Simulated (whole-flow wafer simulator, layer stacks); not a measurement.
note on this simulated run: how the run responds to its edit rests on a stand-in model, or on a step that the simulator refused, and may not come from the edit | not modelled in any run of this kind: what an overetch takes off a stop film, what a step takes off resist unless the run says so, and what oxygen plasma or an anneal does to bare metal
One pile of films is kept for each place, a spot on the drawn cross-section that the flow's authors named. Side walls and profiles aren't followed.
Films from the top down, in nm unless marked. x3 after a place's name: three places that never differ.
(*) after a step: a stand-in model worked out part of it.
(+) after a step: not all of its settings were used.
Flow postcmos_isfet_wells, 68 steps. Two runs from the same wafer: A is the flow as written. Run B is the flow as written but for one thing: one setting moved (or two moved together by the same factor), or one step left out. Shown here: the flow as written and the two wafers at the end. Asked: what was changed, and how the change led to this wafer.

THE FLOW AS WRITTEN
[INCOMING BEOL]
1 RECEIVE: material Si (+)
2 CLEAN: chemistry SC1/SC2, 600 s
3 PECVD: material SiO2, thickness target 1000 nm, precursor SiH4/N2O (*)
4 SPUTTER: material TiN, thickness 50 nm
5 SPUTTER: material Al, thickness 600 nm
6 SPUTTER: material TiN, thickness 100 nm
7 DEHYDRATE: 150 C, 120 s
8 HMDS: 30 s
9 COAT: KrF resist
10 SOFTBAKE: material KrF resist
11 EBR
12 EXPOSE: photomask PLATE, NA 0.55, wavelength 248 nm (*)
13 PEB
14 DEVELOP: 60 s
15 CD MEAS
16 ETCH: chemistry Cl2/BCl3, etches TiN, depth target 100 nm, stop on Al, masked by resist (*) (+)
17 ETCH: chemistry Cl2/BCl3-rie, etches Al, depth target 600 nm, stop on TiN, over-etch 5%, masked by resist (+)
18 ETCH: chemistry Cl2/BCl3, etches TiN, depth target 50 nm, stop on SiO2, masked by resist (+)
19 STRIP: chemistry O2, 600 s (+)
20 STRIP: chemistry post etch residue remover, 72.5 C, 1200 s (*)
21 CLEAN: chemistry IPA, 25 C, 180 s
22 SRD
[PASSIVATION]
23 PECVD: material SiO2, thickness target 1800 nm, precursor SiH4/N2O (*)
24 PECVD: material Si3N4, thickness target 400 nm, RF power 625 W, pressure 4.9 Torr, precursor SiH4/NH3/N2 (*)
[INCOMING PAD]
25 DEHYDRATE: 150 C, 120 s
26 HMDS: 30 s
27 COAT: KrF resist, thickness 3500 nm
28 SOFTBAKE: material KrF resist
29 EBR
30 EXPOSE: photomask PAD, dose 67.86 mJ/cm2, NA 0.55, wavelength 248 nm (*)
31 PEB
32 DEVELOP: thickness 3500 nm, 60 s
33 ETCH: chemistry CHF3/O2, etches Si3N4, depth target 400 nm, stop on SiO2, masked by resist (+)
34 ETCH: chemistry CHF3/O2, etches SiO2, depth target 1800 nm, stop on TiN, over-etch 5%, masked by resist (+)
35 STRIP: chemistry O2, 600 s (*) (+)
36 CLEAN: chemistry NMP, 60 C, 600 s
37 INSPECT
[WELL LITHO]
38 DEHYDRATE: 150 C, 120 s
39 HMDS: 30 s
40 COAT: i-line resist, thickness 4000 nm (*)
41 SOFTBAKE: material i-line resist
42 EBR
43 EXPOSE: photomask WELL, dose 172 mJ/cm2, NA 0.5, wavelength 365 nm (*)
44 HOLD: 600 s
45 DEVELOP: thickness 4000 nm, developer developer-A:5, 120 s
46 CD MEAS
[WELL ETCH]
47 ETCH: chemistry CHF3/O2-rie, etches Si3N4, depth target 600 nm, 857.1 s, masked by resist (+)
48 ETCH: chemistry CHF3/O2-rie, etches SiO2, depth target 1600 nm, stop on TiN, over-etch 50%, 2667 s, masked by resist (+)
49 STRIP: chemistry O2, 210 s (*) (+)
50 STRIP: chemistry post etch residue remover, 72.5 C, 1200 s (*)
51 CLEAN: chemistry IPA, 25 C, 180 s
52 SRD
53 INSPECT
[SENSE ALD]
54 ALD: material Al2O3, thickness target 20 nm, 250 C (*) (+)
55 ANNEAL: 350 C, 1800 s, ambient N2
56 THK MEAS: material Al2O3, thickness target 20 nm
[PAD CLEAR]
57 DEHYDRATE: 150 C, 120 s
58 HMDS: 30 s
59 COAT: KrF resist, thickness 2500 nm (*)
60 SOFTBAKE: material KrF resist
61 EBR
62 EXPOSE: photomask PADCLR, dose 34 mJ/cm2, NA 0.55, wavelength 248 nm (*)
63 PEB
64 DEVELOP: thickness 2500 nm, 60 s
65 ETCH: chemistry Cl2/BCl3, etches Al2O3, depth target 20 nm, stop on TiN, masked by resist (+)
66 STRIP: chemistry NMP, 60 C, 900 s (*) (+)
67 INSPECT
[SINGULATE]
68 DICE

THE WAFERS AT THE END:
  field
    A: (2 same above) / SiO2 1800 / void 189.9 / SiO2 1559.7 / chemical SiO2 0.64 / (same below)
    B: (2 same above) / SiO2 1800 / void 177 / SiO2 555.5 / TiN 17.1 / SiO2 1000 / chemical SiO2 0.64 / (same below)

The cause: step 18, ETCH: depth target 32.5 nm was run, where the flow has depth target 50 nm.

How the change led to this, step by step:
  18 ETCH: chemistry Cl2/BCl3, etches TiN, depth target 50 nm, stop on SiO2, masked by resist (+)
      field: A TiN -50 (all of it) | B TiN -32.5
      margin, well900, well1300 x3, pad_rim, pad_clr, pad_open: A KrF resist -20 | B KrF resist -13
  23 PECVD: material SiO2, thickness target 1800 nm, precursor SiH4/N2O (*)
      field: A SiO2 +1800 (new film), void +189.9 (new film), SiO2 +559.7 | B SiO2 +1800 (new film), void +177 (new film), SiO2 +555.5 (new film)
Counting metal films that touch as one body, field has 1 body; the flow as written gives 0 bodies.
